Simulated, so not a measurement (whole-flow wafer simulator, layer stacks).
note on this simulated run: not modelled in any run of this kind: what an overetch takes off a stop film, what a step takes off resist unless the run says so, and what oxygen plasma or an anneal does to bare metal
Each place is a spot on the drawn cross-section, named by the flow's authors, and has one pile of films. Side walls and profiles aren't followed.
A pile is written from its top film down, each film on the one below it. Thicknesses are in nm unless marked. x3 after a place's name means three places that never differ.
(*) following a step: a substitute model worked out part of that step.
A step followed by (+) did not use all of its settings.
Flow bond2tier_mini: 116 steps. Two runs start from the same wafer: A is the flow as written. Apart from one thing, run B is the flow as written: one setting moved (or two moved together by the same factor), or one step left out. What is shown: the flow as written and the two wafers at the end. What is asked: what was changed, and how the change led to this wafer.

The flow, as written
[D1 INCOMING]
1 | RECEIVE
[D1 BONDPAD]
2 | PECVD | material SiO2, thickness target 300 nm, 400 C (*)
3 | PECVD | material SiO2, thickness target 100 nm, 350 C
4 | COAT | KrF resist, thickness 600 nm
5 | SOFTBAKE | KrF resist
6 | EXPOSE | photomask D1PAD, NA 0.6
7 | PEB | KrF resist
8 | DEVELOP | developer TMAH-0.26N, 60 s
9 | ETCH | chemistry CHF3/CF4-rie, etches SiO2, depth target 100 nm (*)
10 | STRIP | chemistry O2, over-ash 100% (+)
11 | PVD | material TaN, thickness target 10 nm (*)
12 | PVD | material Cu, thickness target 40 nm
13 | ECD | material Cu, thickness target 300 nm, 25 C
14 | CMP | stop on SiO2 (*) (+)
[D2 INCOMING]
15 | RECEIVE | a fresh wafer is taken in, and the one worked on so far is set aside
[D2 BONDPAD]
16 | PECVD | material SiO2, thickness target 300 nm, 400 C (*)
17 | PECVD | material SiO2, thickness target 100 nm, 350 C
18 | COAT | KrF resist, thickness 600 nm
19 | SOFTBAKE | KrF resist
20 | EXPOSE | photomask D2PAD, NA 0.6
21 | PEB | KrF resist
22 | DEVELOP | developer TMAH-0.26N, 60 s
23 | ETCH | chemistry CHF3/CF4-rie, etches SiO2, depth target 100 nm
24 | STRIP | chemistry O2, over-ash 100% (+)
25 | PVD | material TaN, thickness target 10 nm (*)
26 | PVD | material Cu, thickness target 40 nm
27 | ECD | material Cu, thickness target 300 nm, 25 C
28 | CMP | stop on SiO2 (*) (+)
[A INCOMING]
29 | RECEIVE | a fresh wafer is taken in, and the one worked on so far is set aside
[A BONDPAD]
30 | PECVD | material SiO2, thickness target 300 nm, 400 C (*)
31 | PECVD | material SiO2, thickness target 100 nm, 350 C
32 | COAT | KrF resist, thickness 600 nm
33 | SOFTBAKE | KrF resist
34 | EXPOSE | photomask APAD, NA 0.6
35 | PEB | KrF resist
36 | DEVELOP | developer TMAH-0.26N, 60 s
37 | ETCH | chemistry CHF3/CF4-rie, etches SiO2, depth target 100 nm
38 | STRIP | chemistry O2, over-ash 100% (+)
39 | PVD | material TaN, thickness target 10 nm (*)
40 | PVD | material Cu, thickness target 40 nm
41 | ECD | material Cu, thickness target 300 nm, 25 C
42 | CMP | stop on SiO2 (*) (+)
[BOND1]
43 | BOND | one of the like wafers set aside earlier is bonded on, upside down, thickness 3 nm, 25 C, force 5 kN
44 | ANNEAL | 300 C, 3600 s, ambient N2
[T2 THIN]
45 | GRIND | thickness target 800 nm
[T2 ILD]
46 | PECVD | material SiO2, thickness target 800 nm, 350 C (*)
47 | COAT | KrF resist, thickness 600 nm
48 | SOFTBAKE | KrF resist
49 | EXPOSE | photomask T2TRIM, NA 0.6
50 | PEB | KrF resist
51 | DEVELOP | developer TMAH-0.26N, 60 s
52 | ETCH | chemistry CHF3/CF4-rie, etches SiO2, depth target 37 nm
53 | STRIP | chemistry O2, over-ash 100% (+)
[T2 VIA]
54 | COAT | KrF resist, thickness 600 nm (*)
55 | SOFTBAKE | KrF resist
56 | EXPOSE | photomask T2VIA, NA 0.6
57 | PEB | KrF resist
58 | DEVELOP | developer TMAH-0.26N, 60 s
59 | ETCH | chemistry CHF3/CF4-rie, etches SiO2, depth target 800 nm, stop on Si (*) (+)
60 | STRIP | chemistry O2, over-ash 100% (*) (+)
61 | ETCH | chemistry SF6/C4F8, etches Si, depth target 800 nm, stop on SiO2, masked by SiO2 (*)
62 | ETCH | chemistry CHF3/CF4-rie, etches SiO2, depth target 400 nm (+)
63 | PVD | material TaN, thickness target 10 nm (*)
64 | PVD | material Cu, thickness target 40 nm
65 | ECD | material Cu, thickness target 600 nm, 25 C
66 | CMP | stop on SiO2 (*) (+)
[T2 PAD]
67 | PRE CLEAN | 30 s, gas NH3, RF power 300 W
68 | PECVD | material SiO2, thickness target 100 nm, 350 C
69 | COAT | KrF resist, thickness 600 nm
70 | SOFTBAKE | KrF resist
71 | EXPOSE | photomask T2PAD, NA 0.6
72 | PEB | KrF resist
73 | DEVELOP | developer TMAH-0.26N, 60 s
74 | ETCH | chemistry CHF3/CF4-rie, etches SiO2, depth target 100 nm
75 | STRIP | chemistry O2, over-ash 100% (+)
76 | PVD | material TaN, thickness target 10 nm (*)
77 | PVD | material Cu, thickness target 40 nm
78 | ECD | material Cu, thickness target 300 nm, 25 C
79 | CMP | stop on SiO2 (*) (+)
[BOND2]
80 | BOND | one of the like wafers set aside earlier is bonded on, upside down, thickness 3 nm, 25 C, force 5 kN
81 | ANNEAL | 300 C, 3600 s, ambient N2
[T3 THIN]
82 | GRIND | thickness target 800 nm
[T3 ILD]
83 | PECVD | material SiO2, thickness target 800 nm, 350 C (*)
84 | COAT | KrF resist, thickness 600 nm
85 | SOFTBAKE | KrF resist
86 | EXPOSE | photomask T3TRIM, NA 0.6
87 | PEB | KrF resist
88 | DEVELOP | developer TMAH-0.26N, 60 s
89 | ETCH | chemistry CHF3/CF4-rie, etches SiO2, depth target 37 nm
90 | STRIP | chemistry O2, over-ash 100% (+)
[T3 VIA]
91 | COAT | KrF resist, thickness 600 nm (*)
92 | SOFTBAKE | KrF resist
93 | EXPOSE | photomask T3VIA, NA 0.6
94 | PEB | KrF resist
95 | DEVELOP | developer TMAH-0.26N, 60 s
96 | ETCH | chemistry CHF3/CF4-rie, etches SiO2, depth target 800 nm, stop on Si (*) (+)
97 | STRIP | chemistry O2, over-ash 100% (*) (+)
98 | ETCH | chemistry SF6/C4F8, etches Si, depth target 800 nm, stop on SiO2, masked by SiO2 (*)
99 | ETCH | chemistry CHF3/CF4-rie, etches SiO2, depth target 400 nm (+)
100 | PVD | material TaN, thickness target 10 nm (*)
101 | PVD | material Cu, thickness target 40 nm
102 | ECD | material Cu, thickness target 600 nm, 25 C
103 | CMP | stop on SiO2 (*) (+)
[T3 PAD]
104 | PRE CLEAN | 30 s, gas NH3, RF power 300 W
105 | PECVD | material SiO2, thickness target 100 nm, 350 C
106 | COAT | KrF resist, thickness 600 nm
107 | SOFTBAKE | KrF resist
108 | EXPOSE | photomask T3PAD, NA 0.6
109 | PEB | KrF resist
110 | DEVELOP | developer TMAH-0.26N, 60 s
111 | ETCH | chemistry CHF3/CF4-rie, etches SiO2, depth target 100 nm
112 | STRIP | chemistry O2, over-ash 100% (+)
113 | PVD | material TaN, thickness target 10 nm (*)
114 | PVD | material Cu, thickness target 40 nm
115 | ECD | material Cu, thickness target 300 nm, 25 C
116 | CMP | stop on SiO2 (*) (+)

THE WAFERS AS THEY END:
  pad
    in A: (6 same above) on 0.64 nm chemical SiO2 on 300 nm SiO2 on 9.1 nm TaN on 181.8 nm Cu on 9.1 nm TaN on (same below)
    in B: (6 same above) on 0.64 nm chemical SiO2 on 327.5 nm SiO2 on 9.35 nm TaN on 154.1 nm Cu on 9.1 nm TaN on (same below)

Cause: step 23, ETCH: depth target 72.5 nm was run, while the flow as written has depth target 100 nm.

How this came from the change, step by step:
  23 | ETCH | chemistry CHF3/CF4-rie, etches SiO2, depth target 100 nm
      pad, via: A SiO2 loses 100 | B SiO2 loses 72.5
      field: A KrF resist loses 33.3 | B KrF resist loses 24.2
  26 | PVD | material Cu, thickness target 40 nm
      pad: A Cu gains 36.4 (new film) | B Cu gains 37.4 (new film)
  27 | ECD | material Cu, thickness target 300 nm, 25 C
      pad: A Cu gains 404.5 | B Cu gains 375.8
      via: A Cu gains 400.2 | B Cu gains 372.6
  80 | BOND | one of the like wafers set aside earlier is bonded on, upside down, thickness 3 nm, 25 C, force 5 kN
      pad: A Si gains 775 um (new film), chemical SiO2 gains 0.64 (new film), SiO2 gains 300 (new film), TaN gains 9.1 (new film), Cu gains 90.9 | B Si gains 775 um (new film), chemical SiO2 gains 0.64 (new film), SiO2 gains 327.5 (new film), TaN gains 9.35 (new film), Cu gains 63.2
